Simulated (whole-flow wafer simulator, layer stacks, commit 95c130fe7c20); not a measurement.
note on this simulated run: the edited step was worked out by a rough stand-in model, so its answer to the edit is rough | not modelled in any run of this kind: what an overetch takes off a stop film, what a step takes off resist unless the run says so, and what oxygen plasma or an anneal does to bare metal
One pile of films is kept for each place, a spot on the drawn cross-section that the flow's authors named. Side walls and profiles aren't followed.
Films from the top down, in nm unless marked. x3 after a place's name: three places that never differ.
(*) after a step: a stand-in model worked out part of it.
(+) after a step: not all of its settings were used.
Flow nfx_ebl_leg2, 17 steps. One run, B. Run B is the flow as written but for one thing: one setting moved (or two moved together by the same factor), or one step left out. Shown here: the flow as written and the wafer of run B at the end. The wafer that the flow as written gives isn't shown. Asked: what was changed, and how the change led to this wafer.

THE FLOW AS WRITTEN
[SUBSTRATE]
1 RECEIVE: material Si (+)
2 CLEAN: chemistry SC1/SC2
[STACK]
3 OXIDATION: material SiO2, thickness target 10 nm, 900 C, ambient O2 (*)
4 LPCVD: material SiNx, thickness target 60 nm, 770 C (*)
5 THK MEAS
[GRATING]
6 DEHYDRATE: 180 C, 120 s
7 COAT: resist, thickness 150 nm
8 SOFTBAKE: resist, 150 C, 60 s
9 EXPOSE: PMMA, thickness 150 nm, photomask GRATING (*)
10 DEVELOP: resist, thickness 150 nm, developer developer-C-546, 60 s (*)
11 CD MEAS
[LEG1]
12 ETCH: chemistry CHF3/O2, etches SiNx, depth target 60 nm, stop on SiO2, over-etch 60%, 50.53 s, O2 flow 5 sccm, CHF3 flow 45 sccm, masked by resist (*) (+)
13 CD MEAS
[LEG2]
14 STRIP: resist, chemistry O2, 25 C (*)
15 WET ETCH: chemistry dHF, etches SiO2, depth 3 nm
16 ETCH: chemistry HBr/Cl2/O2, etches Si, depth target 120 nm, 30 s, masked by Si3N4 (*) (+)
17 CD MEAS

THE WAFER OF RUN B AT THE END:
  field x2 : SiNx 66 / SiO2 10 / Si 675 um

The cause: step 4, LPCVD: thickness target 72.8 nm was run, where the flow has thickness target 60 nm.

How the change led to this, step by step:
  4 LPCVD: material SiNx, thickness target 60 nm, 770 C (*)
      field x2, pad x2: SiNx +72.8 (new film) (as written it would be: SiNx +60 (new film))
  12 ETCH: chemistry CHF3/O2, etches SiNx, depth target 60 nm, stop on SiO2, over-etch 60%, 50.53 s, O2 flow 5 sccm, CHF3 flow 45 sccm, masked by resist (*) (+)
      pad x2: SiNx -72.8 (all of it), SiO2 -10 (all of it) (as written it would be: SiNx -60 (all of it), SiO2 -10 (all of it))
